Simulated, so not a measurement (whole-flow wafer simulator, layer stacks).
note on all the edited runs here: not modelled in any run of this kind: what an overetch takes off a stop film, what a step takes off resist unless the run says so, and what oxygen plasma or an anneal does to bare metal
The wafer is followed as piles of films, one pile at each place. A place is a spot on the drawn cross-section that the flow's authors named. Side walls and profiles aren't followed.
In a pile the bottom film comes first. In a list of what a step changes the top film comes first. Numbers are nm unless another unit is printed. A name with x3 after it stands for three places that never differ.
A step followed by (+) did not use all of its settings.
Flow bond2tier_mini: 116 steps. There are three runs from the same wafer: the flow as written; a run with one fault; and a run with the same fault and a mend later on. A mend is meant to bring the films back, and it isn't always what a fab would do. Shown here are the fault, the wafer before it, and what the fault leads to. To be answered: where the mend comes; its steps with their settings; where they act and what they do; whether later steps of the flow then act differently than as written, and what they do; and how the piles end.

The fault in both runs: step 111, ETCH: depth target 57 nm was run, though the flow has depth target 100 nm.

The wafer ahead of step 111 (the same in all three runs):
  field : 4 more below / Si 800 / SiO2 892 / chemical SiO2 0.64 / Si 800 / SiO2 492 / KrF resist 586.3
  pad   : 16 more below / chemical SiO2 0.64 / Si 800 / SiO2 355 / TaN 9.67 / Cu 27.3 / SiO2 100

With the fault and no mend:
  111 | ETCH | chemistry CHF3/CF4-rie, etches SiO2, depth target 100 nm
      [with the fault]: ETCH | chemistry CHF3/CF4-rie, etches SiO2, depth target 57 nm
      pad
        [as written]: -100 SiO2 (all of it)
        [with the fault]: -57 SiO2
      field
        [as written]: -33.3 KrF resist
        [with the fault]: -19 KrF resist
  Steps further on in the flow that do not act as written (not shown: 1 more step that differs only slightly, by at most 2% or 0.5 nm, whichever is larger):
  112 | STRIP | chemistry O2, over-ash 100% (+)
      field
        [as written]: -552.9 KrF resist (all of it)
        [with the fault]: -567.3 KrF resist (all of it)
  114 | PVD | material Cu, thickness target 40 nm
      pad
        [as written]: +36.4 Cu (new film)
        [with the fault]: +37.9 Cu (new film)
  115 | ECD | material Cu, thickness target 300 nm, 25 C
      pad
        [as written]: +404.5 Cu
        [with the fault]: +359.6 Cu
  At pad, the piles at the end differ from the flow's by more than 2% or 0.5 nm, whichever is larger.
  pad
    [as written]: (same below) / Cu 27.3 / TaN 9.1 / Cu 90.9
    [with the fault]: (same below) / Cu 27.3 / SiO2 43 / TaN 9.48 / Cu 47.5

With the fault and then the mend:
  The mend stands after step 111.
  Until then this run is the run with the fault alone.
  111a | ETCH | chemistry CHF3/CF4-rie, etches SiO2, depth target 43 nm (the flow's step 111, run once more with other settings)
      field
        -14.3 KrF resist
      pad
        -43 SiO2 (all of it)
  Later steps of the flow that are run all act as written at every place that is followed.
  At every place that both follow, the piles at the end match the flow's.
